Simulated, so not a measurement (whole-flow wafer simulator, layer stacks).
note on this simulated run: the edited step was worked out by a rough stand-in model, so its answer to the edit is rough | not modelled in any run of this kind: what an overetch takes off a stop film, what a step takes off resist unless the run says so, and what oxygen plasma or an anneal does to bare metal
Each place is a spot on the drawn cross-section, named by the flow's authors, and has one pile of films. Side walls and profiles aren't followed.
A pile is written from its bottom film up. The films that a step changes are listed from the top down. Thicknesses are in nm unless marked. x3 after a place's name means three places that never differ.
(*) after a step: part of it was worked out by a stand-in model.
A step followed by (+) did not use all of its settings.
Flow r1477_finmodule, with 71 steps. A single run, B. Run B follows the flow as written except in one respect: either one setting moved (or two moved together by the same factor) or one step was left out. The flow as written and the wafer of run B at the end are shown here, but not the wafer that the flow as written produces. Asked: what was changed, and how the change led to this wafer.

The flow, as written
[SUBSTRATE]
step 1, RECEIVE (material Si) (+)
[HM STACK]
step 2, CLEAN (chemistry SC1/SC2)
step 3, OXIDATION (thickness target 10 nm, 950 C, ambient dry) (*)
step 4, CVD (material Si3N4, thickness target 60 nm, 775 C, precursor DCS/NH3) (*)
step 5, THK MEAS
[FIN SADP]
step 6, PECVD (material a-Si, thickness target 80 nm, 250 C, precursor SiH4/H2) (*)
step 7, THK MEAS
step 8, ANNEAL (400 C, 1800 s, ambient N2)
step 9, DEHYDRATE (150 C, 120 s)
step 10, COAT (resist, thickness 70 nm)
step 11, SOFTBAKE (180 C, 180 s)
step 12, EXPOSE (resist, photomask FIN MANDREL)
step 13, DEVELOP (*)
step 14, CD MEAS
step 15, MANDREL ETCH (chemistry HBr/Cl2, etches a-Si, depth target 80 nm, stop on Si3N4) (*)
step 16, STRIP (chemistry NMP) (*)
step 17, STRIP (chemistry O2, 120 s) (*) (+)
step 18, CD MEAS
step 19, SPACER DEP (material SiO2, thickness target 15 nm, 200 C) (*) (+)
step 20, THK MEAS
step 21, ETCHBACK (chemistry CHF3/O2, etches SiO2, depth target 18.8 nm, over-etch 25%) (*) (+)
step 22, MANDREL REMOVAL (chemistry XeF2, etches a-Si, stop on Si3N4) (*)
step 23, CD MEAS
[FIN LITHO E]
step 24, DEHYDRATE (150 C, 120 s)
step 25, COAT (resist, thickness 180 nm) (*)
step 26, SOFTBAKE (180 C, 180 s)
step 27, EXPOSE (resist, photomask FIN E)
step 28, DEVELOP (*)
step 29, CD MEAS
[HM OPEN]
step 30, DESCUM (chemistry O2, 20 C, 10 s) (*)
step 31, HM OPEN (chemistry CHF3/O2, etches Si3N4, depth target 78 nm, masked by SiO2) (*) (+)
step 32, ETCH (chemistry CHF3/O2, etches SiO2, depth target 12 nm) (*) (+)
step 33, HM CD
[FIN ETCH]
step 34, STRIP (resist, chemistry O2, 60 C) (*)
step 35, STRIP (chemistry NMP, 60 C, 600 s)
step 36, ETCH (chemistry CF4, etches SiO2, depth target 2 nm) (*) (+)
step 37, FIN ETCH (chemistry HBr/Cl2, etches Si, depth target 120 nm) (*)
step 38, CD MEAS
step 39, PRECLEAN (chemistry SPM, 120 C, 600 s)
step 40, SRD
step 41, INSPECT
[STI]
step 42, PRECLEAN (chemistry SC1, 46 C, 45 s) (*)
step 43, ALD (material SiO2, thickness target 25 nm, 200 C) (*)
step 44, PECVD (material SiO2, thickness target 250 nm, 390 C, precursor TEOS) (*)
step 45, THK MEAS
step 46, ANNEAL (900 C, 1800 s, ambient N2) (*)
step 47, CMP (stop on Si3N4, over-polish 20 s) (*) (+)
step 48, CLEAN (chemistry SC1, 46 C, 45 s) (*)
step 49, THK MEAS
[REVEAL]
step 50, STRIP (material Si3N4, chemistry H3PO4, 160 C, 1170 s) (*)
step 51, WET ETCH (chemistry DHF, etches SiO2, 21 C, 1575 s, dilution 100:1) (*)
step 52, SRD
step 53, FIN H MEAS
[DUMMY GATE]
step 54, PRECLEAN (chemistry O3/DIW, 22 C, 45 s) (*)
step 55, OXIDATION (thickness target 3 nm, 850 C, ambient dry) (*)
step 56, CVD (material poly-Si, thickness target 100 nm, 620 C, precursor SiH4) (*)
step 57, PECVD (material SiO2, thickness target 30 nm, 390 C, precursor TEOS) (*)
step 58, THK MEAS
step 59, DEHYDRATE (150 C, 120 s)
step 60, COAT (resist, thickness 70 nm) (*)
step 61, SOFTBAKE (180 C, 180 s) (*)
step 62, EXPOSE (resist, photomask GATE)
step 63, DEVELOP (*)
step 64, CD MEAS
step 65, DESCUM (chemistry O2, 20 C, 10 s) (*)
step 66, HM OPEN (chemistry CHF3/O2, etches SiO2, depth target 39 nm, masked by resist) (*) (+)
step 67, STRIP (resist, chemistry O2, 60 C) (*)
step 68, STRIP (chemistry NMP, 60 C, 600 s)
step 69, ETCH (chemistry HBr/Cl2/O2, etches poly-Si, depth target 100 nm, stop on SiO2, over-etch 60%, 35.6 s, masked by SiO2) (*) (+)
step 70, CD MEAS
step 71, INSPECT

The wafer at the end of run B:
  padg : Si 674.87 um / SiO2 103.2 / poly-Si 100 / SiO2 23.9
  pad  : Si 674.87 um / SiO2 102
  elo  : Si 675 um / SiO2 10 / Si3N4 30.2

Cause: step 69, ETCH: depth target 115 nm was run, while the flow as written has depth target 100 nm.

How this came from the change, step by step:
  step 69, ETCH (chemistry HBr/Cl2/O2, etches poly-Si, depth target 100 nm, stop on SiO2, over-etch 60%, 35.6 s, masked by SiO2) (*) (+)
      padg, elg, esg and 15 more: -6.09 SiO2 (in the flow as written it would be: -5.3 SiO2)
      pad, eso, e40so and 8 more: -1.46 chemical SiO2 (all of it), -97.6 poly-Si (all of it), -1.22 SiO2 (in the flow as written it would be: -1.46 chemical SiO2 (all of it), -97.6 poly-Si (all of it), -0.42 SiO2)
      (and at 4 other places as well)
